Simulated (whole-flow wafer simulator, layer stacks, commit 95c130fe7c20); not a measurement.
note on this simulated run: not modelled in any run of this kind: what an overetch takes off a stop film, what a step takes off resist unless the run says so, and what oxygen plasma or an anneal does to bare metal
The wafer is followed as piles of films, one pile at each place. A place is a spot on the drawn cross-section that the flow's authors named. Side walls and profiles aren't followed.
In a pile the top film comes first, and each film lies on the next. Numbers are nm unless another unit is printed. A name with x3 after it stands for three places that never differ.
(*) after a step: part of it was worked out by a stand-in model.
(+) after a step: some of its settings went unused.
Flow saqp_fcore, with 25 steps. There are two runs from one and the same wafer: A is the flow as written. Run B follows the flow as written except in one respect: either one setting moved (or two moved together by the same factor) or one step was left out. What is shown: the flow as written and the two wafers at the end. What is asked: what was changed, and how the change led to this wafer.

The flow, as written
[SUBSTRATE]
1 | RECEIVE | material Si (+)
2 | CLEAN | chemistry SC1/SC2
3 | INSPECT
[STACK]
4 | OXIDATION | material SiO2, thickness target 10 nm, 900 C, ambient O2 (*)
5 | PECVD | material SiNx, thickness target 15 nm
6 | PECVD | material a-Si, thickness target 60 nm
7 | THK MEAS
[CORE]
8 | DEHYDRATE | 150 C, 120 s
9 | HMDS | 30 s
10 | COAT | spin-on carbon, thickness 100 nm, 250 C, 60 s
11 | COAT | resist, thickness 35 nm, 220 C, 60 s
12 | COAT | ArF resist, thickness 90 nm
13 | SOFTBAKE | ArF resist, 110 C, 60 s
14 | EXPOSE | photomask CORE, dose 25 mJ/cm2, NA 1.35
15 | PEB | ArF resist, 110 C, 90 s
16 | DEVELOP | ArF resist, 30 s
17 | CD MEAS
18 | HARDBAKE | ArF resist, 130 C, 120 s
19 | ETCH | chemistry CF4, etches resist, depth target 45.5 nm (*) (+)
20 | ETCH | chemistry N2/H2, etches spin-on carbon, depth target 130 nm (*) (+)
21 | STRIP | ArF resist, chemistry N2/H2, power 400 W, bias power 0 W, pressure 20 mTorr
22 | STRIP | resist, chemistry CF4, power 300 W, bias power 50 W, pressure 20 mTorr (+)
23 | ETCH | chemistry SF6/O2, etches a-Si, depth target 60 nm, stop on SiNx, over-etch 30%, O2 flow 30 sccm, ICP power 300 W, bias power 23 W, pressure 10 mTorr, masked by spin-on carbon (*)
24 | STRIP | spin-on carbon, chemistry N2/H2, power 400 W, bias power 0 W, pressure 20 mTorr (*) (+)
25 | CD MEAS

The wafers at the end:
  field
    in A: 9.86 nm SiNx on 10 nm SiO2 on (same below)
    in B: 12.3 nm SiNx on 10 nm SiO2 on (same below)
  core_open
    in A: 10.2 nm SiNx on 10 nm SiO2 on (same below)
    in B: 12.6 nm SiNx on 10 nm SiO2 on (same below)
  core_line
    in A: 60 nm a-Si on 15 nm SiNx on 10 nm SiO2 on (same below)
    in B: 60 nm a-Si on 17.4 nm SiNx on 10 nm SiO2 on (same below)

What caused this: step 5, PECVD: thickness target 17.4 nm was run, whereas the flow has thickness target 15 nm.
One can read it off the wafer: core_line has SiNx 17.4, and step 5 as written asks for 15 nm.

Step by step, how the change led to this:
  5 | PECVD | material SiNx, thickness target 15 nm
      field, core_open, core_line: A +15 SiNx (new film) | B +17.4 SiNx (new film)
